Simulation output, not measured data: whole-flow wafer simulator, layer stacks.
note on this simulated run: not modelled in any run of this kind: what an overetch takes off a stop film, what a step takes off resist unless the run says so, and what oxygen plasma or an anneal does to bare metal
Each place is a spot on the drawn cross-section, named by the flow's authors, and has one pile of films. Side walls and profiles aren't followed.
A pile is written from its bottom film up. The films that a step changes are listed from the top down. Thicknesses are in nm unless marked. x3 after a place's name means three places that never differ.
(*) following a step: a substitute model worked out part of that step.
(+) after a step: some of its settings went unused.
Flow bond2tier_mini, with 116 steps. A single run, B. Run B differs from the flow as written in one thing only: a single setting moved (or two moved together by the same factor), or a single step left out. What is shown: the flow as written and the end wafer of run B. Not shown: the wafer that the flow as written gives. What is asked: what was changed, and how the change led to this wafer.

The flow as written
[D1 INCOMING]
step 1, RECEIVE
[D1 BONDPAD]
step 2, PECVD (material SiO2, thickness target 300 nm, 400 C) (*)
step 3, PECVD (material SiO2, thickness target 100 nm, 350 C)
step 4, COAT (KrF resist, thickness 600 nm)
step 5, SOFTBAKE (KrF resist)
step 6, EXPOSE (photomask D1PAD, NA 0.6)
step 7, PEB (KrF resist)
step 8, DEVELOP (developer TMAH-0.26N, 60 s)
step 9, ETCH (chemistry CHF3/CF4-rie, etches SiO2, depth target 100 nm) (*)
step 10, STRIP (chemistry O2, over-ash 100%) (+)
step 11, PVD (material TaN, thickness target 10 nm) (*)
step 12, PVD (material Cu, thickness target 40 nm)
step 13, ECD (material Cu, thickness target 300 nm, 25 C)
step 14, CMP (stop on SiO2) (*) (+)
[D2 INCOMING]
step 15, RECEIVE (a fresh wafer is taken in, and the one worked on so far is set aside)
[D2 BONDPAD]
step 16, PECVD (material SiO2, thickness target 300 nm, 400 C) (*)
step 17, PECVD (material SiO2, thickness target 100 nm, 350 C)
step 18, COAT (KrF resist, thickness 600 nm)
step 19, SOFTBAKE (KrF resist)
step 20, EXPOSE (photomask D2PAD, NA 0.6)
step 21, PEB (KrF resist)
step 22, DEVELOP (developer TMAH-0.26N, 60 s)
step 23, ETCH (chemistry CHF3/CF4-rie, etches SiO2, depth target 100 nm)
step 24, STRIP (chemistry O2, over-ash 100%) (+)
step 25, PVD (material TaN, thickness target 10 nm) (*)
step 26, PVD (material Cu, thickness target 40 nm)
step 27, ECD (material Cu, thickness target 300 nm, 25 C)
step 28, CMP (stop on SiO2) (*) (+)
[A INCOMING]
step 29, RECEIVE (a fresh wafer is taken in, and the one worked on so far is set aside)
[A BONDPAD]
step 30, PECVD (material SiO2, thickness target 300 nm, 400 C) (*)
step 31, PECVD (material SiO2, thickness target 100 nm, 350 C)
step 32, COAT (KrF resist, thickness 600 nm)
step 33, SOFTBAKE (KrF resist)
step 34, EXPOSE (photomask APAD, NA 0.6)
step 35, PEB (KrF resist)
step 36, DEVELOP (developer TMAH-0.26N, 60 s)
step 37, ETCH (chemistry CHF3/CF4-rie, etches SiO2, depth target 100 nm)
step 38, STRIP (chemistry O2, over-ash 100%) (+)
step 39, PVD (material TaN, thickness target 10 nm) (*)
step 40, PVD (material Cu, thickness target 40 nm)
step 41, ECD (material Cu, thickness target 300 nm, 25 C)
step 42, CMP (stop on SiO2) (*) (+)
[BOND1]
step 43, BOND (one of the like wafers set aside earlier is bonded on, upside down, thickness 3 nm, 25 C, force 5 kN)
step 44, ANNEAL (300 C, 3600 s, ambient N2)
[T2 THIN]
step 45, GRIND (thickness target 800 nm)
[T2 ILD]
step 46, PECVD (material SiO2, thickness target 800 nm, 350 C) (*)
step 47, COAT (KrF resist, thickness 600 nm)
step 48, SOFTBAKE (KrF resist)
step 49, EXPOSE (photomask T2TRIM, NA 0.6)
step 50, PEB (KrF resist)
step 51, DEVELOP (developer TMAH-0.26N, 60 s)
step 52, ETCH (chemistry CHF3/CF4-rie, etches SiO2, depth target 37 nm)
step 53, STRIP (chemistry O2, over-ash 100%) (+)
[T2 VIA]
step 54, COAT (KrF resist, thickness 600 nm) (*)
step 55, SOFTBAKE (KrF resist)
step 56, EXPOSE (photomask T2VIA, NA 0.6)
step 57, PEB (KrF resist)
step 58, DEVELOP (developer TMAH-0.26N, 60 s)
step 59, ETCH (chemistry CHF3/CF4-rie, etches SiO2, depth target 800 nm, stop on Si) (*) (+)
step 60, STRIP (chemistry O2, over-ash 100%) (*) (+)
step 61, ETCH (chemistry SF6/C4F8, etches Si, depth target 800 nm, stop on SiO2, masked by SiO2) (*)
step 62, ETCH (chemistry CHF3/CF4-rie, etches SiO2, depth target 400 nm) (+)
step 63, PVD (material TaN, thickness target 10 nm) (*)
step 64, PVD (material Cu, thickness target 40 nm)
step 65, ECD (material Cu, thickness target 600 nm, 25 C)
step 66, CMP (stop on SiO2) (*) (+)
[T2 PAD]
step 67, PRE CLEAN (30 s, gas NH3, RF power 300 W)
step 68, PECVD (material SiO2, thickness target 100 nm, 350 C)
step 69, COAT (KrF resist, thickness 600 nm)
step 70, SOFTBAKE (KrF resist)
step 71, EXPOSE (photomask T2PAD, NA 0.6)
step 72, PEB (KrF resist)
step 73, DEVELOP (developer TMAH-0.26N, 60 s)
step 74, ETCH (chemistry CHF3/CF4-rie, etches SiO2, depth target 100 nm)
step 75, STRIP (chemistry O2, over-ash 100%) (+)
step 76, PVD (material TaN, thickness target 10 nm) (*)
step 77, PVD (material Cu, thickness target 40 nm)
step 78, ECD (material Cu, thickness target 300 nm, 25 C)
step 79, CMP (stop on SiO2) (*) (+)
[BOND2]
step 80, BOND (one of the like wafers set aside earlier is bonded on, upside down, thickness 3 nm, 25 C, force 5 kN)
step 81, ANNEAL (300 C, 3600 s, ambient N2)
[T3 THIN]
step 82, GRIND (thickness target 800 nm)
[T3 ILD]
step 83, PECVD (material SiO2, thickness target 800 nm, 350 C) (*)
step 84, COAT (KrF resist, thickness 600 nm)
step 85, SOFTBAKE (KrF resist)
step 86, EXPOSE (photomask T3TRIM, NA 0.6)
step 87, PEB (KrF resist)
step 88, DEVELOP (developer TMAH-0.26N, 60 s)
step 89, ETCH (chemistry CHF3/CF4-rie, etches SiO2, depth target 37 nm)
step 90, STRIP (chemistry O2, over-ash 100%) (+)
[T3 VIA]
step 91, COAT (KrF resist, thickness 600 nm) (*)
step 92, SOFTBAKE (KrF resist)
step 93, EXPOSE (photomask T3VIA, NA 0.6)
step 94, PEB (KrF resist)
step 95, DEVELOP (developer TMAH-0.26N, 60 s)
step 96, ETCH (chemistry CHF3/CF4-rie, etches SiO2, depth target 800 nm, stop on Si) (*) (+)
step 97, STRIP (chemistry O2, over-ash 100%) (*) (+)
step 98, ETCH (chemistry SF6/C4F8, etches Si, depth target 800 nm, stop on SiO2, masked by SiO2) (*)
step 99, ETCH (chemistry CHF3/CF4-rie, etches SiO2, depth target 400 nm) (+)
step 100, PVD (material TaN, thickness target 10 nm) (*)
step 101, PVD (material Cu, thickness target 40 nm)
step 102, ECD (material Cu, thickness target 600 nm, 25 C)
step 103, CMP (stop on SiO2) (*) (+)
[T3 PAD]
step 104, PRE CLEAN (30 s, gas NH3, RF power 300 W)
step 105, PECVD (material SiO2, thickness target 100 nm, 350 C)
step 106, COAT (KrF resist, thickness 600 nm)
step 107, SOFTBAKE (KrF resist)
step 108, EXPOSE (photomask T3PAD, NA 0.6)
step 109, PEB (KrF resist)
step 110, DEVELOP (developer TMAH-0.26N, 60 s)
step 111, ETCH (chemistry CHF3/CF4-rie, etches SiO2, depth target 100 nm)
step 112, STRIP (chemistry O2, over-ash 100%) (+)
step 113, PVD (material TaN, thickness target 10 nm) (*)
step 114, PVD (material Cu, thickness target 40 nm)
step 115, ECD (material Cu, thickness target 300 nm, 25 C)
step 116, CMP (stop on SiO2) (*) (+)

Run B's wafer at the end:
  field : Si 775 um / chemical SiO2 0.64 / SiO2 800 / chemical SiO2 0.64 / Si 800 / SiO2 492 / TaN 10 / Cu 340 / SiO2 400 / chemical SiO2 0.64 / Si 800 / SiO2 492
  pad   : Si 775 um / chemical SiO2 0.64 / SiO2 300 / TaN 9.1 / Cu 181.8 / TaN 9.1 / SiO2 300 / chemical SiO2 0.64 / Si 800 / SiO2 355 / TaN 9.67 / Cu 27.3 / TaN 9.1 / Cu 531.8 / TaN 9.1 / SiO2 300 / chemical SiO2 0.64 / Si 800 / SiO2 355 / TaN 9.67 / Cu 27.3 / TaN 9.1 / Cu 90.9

Cause: step 79, CMP: stop on SiO2 (*) (+), was omitted.

How this came from the change, step by step:
  step 80, BOND (one of the like wafers set aside earlier is bonded on, upside down, thickness 3 nm, 25 C, force 5 kN)
      field: Si gains 775 um (new film), chemical SiO2 gains 0.64 (new film), SiO2 gains 400 (new film) (it would be, as written: Si gains 775 um (new film), chemical SiO2 gains 0.64 (new film), SiO2 gains 400)
Taking metal films that touch as one body, field has 1 body; the flow as written gives 0 bodies.
